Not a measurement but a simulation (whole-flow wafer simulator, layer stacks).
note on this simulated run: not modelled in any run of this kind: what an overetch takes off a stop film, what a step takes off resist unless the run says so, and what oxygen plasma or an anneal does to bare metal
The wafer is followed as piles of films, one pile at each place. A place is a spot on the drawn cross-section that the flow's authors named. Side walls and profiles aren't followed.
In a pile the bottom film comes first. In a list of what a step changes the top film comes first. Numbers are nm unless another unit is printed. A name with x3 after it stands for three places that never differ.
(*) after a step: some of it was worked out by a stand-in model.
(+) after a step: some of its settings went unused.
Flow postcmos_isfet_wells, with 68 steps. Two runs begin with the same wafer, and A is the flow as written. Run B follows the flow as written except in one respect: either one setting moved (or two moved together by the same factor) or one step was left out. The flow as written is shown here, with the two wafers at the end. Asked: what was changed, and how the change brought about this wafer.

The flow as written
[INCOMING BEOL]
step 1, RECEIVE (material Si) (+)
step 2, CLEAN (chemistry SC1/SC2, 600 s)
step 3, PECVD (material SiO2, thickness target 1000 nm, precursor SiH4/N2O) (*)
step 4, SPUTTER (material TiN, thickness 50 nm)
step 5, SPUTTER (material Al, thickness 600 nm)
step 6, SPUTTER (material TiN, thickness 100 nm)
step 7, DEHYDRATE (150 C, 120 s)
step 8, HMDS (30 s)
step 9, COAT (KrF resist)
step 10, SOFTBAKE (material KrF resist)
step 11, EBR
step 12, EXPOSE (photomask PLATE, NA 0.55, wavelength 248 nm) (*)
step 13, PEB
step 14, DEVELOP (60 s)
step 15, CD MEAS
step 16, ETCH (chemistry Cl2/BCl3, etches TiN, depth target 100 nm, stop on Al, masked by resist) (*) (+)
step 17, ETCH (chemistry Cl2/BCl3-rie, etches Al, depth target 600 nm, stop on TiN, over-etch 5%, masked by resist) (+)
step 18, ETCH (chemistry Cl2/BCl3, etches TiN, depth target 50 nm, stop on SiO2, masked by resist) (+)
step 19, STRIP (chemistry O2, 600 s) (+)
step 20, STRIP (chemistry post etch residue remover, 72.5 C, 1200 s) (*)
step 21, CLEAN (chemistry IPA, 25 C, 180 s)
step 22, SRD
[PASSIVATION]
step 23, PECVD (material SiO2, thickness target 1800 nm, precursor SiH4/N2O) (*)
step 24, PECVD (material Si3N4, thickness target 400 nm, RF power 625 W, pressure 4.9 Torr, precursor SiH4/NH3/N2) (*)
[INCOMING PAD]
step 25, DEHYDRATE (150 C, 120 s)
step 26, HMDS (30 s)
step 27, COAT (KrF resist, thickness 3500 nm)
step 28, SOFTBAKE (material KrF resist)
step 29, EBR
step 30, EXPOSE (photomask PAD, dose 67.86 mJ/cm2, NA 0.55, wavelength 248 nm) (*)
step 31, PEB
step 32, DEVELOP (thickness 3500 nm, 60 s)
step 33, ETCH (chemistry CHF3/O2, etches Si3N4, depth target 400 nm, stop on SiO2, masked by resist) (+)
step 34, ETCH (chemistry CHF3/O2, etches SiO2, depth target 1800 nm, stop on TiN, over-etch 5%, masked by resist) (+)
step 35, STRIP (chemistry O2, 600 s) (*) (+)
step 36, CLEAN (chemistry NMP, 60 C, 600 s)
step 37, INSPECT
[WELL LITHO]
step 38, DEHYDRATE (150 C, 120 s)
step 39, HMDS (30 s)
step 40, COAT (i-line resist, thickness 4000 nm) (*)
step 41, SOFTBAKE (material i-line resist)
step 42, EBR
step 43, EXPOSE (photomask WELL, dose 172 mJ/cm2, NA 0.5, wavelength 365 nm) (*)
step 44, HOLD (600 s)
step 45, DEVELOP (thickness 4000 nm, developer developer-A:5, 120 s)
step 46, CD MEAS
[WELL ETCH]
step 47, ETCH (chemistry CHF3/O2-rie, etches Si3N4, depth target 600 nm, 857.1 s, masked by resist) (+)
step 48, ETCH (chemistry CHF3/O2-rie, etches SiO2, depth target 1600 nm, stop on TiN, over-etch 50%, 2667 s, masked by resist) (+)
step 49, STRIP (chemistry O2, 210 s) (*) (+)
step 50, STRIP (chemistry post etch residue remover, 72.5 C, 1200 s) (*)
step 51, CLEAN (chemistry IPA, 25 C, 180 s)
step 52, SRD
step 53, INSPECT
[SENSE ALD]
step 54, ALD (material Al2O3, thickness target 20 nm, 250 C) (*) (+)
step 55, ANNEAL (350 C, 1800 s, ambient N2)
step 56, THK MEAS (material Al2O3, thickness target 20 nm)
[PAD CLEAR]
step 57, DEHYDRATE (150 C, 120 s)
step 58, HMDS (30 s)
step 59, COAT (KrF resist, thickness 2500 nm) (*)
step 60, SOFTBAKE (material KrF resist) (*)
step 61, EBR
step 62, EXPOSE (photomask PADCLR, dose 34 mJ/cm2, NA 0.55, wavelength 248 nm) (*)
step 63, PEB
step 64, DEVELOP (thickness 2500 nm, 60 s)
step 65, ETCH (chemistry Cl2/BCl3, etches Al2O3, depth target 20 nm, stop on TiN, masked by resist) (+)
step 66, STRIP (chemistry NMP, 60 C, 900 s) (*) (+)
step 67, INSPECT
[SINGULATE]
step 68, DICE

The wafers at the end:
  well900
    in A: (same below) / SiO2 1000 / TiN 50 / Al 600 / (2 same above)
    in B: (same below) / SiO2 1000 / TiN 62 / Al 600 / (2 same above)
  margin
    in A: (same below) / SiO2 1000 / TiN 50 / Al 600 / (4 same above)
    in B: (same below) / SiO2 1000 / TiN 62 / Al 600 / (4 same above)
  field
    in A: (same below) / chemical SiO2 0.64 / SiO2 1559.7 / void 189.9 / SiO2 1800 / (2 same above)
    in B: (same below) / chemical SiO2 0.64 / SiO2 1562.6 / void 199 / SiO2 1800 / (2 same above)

The reason: step 4, SPUTTER: thickness 62 nm was run, though the flow has thickness 50 nm; step 18, ETCH: depth target 62 nm was run, where the flow has depth target 50 nm.
The wafer lets one read it off: well900 has TiN 62, and step 4 as written asks for 50 nm.

Step by step, how the change led to this:
  step 4, SPUTTER (material TiN, thickness 50 nm)
      field, margin, well900 and 6 more: A TiN gains 50 (new film) | B TiN gains 62 (new film)
  step 18, ETCH (chemistry Cl2/BCl3, etches TiN, depth target 50 nm, stop on SiO2, masked by resist) (+)
      margin, well900, well1300, well2000, well3000, pad_rim, pad_clr, pad_open: A KrF resist loses 20 | B KrF resist loses 24.8
      field: A TiN loses 50 (all of it) | B TiN loses 62 (all of it)
  step 23, PECVD (material SiO2, thickness target 1800 nm, precursor SiH4/N2O) (*)
      field: A SiO2 gains 1800 (new film), void gains 189.9 (new film), SiO2 gains 559.7 | B SiO2 gains 1800 (new film), void gains 199 (new film), SiO2 gains 562.6
